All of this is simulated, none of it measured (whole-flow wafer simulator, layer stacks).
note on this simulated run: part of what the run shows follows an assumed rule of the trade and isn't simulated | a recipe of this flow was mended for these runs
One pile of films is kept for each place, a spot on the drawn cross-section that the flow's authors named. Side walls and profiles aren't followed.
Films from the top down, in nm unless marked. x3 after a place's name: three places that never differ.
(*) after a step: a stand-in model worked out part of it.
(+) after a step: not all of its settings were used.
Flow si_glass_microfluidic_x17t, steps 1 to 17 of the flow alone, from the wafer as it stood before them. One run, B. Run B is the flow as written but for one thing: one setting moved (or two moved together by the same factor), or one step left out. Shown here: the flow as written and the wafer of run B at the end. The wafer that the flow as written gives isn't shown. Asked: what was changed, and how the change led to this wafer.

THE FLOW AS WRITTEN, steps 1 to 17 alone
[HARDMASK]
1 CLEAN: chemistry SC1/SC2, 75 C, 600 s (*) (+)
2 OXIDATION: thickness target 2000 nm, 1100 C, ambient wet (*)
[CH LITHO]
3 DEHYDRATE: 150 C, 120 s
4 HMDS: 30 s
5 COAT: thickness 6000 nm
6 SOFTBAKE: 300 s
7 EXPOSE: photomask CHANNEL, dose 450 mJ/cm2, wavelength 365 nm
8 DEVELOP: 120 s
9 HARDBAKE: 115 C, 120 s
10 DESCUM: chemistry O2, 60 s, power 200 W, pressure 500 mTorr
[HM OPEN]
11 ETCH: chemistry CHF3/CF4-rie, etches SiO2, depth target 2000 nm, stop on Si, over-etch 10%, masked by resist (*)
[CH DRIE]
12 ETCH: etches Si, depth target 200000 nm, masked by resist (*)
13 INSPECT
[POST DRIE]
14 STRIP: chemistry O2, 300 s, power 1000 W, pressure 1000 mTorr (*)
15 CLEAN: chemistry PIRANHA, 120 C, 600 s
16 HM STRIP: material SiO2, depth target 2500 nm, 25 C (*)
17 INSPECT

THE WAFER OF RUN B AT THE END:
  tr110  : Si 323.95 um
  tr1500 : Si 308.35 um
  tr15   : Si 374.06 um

The cause: step 11, ETCH: depth target 2240 nm was run, where the flow has depth target 2000 nm.

How the change led to this, step by step:
  11 ETCH: chemistry CHF3/CF4-rie, etches SiO2, depth target 2000 nm, stop on Si, over-etch 10%, masked by resist (*)
      tr110, tr1500, tr15: SiO2 -2000 (all of it), Si -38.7 (as written it would be: SiO2 -2000 (all of it), Si -16.7)
      land: thick-i-line-resist -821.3 (as written it would be: thick-i-line-resist -733.3)
  12 ETCH: etches Si, depth target 200000 nm, masked by resist (*)
      tr1500: Si -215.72 um (as written it would be: Si -215.73 um)
      tr15: Si -150.02 um (as written it would be: Si -149.99 um)
  14 STRIP: chemistry O2, 300 s, power 1000 W, pressure 1000 mTorr (*)
      land: thick-i-line-resist -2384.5 (all of it) (as written it would be: thick-i-line-resist -2472.3 (all of it))
